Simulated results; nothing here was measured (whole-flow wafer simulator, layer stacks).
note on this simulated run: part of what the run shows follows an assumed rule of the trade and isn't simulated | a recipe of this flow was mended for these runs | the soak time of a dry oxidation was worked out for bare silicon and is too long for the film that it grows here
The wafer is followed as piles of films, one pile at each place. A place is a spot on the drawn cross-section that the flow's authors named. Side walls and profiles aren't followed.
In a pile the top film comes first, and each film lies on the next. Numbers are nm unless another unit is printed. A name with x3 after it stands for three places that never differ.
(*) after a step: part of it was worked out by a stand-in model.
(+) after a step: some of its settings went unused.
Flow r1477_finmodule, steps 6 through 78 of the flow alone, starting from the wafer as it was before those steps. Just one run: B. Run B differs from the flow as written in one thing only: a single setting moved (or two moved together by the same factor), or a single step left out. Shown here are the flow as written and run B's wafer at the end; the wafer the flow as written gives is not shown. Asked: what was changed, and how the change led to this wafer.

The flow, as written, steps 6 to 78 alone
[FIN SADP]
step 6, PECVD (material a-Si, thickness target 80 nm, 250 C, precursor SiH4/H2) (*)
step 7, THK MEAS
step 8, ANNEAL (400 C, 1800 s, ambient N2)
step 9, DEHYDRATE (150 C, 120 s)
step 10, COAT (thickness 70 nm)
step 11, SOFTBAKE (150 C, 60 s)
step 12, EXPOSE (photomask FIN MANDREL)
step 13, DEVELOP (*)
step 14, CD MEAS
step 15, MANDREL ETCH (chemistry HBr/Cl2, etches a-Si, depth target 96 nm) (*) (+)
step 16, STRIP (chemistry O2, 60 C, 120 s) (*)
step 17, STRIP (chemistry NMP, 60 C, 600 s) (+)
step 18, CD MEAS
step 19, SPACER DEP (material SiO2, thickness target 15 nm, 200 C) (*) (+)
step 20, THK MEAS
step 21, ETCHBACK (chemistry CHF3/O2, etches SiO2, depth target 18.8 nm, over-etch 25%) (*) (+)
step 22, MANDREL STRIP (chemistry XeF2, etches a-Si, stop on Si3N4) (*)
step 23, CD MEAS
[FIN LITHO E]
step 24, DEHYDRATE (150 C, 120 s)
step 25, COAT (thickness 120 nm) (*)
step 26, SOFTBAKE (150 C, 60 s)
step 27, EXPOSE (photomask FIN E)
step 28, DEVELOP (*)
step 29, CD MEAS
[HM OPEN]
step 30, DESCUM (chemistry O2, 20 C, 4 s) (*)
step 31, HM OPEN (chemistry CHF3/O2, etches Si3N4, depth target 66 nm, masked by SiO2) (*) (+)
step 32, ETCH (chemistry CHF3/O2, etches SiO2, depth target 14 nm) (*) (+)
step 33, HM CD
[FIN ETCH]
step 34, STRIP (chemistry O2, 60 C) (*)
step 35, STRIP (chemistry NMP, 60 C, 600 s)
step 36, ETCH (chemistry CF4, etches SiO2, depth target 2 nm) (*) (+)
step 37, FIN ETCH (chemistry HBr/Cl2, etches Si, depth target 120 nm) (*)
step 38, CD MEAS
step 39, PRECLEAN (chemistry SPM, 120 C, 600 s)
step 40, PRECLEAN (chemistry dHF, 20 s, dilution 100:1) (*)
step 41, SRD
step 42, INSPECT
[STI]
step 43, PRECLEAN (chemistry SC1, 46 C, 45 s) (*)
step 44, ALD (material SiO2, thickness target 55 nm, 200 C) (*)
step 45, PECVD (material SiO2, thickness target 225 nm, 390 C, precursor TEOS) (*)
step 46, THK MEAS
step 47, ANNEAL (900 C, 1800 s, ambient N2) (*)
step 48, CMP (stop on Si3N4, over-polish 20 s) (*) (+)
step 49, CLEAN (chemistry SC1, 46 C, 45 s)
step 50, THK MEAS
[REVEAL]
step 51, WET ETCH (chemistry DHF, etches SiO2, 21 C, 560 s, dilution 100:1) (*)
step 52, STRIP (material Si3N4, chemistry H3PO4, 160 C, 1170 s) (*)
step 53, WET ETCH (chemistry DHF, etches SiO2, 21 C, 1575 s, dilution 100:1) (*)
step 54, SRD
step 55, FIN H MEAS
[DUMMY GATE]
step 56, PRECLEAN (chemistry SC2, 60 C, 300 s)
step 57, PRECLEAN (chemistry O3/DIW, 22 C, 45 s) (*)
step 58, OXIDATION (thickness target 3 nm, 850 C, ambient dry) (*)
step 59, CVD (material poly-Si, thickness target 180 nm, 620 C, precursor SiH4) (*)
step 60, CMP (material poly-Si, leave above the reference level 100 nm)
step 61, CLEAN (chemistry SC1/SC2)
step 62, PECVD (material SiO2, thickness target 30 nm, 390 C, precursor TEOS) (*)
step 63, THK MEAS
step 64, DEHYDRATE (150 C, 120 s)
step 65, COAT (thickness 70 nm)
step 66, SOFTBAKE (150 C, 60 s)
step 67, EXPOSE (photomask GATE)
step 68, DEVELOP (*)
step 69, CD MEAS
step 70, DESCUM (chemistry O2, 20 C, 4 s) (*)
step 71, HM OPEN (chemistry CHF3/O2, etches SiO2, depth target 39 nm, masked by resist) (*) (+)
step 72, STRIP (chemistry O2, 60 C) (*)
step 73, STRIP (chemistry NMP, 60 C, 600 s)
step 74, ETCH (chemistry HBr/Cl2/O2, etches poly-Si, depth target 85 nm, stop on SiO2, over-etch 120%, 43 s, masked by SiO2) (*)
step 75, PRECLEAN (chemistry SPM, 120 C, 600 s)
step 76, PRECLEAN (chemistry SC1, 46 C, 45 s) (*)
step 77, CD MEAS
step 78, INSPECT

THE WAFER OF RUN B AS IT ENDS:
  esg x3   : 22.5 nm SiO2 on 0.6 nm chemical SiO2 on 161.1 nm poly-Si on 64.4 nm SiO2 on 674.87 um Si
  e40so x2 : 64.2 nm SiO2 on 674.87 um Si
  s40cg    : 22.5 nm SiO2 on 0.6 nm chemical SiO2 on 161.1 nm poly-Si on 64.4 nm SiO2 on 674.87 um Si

Cause: step 6, PECVD: thickness target 104 nm was run, though the flow has thickness target 80 nm.

How this came from the change, step by step:
  step 6, PECVD (material a-Si, thickness target 80 nm, 250 C, precursor SiH4/H2) (*)
      pad, padg, elg x4 and 30 more: +104 a-Si (new film) (in the flow as written it would be: +80 a-Si (new film))
  step 15, MANDREL ETCH (chemistry HBr/Cl2, etches a-Si, depth target 96 nm) (*) (+)
      pad, padg, elg x4 and 24 more: -96 a-Si (in the flow as written it would be: -80 a-Si (all of it), -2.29 Si3N4)
  step 16, STRIP (chemistry O2, 60 C, 120 s) (*)
      pad, padg, elg x4 and 24 more: +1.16 chemical SiO2 (new film), -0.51 a-Si (in the flow as written it would be: nothing)
  step 21, ETCHBACK (chemistry CHF3/O2, etches SiO2, depth target 18.8 nm, over-etch 25%) (*) (+)
      pad, padg, elg x4 and 18 more: -15 SiO2 (all of it), -1.16 chemical SiO2 (all of it), -0.53 a-Si (in the flow as written it would be: -15 SiO2 (all of it), -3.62 Si3N4)
  step 22, MANDREL STRIP (chemistry XeF2, etches a-Si, stop on Si3N4) (*)
      pad, padg, elg x4 and 18 more: -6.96 a-Si (all of it) (in the flow as written it would be: nothing)
      s40sg_line, s45sg_line, s50sg_line, s40so_line, s45so_line, s50so_line: under 1 film: -1.16 chemical SiO2 (all of it), -7.48 a-Si (all of it) (in the flow as written it would be: nothing)
      (and at 6 other places as well)
  step 25, COAT (thickness 120 nm) (*)
      s40cg, s40co: +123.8 e-beam-resist (new film) (in the flow as written it would be: +136.7 e-beam-resist (new film))
      s40sg, s40so: +123.8 e-beam-resist (new film) (in the flow as written it would be: +142.6 e-beam-resist (new film))
      (and at 14 other places as well)
  step 28, DEVELOP (*)
      s40cg, s40co: -123.8 e-beam-resist (all of it) (in the flow as written it would be: -136.7 e-beam-resist (all of it))
      s40sg, s40so: -123.8 e-beam-resist (all of it) (in the flow as written it would be: -142.6 e-beam-resist (all of it))
      (and at 14 other places as well)
  step 31, HM OPEN (chemistry CHF3/O2, etches Si3N4, depth target 66 nm, masked by SiO2) (*) (+)
      s40sg_line, s45sg_line, s50sg_line, s40so_line, s45so_line, s50so_line: -15 SiO2 (all of it), -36 Si3N4 (in the flow as written it would be: -33 SiO2)
      pad, padg, esg x3 and 11 more: -60 Si3N4 (all of it), -3 SiO2 (in the flow as written it would be: -54.1 Si3N4 (all of it), -5.95 SiO2)
  step 32, ETCH (chemistry CHF3/O2, etches SiO2, depth target 14 nm) (*) (+)
      s40sg_line, s45sg_line, s50sg_line, s40so_line, s45so_line, s50so_line: -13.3 Si3N4 (in the flow as written it would be: -14 SiO2)
      pad, padg, esg x3 and 11 more: -7 SiO2 (all of it), -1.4 Si (in the flow as written it would be: -4.05 SiO2 (all of it), -1.99 Si)
  step 36, ETCH (chemistry CF4, etches SiO2, depth target 2 nm) (*) (+)
      elg x4, elo x4: nothing (in the flow as written it would be: -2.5 Si3N4)
      s40sg_line, s45sg_line, s50sg_line, s40so_line, s45so_line, s50so_line: nothing (in the flow as written it would be: -2 SiO2)
  step 37, FIN ETCH (chemistry HBr/Cl2, etches Si, depth target 120 nm) (*)
      s40sg_line, s45sg_line, s50sg_line, s40so_line, s45so_line, s50so_line: -10.7 Si3N4 (all of it), -3.47 SiO2 (in the flow as written it would be: -9.23 SiO2)
  step 40, PRECLEAN (chemistry dHF, 20 s, dilution 100:1) (*)
      s40sg_line, s45sg_line, s50sg_line, s40so_line, s45so_line, s50so_line: -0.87 SiO2 (in the flow as written it would be: -3.61 SiO2)
  step 44, ALD (material SiO2, thickness target 55 nm, 200 C) (*)
      esg x3, e200sg, eso, e40so x2, e200so: +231 SiO2 (new film) (in the flow as written it would be: +223.2 SiO2 (new film))
      s40cg, s45cg, s50cg, s40co, s45co, s50co: +184 SiO2 (new film) (in the flow as written it would be: +263.2 SiO2 (new film))
      (and at 6 other places as well)
  step 48, CMP (stop on Si3N4, over-polish 20 s) (*) (+)
      elg x4, elo x4: -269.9 SiO2 (all of it), -1.12 Si3N4 (in the flow as written it would be: -247.6 SiO2)
      s40sg_line, s45sg_line, s50sg_line, s40so_line, s45so_line, s50so_line: -223.9 SiO2 (in the flow as written it would be: -287 SiO2 (all of it), -1.12 Si3N4)
      (and at 22 other places as well)
  step 51, WET ETCH (chemistry DHF, etches SiO2, 21 C, 560 s, dilution 100:1) (*)
      elg x4, elo x4: -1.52 Si3N4 (in the flow as written it would be: -22.3 SiO2 (all of it), -0.41 Si3N4)
      s40sg_line, s45sg_line, s50sg_line, s40so_line, s45so_line, s50so_line: -28.1 SiO2 (in the flow as written it would be: -1.52 Si3N4)
  step 52, STRIP (material Si3N4, chemistry H3PO4, 160 C, 1170 s) (*)
      s40sg_line, s45sg_line, s50sg_line, s40so_line, s45so_line, s50so_line: -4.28 SiO2 (in the flow as written it would be: -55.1 Si3N4 (all of it), -1.49 SiO2)
      elg x4, elo x4: -40 Si3N4 (all of it), -1.96 SiO2 (in the flow as written it would be: -33.9 Si3N4 (all of it), -2.15 SiO2)
  ... another 3 steps ...
  step 74, ETCH (chemistry HBr/Cl2/O2, etches poly-Si, depth target 85 nm, stop on SiO2, over-etch 120%, 43 s, masked by SiO2) (*)
      e40so x2, e200so, s40co, s40so, s45co, s45so, s50co, s50so: -1.12 chemical SiO2 (all of it), -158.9 poly-Si (all of it), -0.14 SiO2 (in the flow as written it would be: -1.12 chemical SiO2 (all of it), -143.9 poly-Si (all of it), -0.22 SiO2)
      pad: -1.12 chemical SiO2 (all of it), -167.8 poly-Si (all of it), -0.1 SiO2 (in the flow as written it would be: -1.12 chemical SiO2 (all of it), -152.8 poly-Si (all of it), -0.17 SiO2)
      (and at 1 other place as well)
